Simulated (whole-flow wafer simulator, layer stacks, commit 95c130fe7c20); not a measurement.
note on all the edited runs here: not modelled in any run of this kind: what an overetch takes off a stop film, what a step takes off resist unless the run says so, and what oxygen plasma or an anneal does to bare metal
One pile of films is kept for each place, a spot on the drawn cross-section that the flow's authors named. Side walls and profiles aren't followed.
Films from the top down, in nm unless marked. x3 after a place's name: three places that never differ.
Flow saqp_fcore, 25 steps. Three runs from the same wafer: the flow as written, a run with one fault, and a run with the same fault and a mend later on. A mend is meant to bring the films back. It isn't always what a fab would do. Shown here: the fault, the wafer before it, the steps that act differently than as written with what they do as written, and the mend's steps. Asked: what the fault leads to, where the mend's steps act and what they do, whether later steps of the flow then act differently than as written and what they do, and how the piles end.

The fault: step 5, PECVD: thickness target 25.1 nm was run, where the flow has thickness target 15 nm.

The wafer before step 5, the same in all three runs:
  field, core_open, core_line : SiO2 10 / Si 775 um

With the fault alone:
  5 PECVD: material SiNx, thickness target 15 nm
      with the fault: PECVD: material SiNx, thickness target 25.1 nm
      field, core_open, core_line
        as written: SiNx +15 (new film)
        with the fault: SiNx +25.1 (new film)
  No later step of the flow acts differently than as written at any place that is followed.
  At the end the piles differ from the flow's by more than 2% or 0.5 nm, whichever is larger, at field, core_open, core_line.
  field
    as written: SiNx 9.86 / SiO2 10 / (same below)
    with the fault: SiNx 20 / SiO2 10 / (same below)
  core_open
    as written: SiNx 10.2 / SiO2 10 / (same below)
    with the fault: SiNx 20.3 / SiO2 10 / (same below)
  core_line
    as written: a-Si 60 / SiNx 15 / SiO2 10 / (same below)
    with the fault: a-Si 60 / SiNx 25.1 / SiO2 10 / (same below)

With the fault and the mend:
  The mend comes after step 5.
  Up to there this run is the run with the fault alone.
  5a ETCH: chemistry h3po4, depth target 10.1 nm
      field, core_open, core_line
        SiNx -10.1
  No later step of the flow acts differently than as written at any place that is followed.
  At the end the piles are the same as the flow's at every place that both follow.
